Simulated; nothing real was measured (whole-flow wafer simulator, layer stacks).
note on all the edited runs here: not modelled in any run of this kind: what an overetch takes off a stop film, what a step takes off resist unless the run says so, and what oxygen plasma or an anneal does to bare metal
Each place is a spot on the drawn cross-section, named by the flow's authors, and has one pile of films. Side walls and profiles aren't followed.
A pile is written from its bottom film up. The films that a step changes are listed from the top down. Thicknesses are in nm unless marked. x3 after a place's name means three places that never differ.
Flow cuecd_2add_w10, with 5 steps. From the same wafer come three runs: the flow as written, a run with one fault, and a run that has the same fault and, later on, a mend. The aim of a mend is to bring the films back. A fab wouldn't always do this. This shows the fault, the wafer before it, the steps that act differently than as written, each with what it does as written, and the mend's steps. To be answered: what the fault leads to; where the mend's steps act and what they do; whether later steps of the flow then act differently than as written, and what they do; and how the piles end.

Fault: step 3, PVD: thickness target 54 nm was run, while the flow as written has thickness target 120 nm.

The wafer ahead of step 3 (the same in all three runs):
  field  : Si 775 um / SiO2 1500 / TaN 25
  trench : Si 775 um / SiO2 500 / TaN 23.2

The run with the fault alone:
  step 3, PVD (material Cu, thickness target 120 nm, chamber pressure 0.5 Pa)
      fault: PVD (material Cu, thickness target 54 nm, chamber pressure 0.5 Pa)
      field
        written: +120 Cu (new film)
        fault: +54 Cu (new film)
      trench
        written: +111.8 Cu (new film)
        fault: +50.2 Cu (new film)
  Every later step of the flow that is run acts as written at every place that is followed.
  By the end, the piles at field, trench depart from the flow's by more than 2% or 0.5 nm, whichever is larger.
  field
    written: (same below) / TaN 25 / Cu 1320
    fault: (same below) / TaN 25 / Cu 1254
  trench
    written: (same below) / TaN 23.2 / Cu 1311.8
    fault: (same below) / TaN 23.2 / Cu 1250.2

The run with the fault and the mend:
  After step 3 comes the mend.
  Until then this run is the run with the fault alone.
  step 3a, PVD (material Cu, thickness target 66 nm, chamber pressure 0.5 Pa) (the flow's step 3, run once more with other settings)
      field
        +66 Cu
      trench
        +61.4 Cu
  Every later step of the flow that is run acts as written at every place that is followed.
  The piles end only slightly different from the flow's at the places that both follow, by no more than 2% or 0.5 nm, whichever is larger.
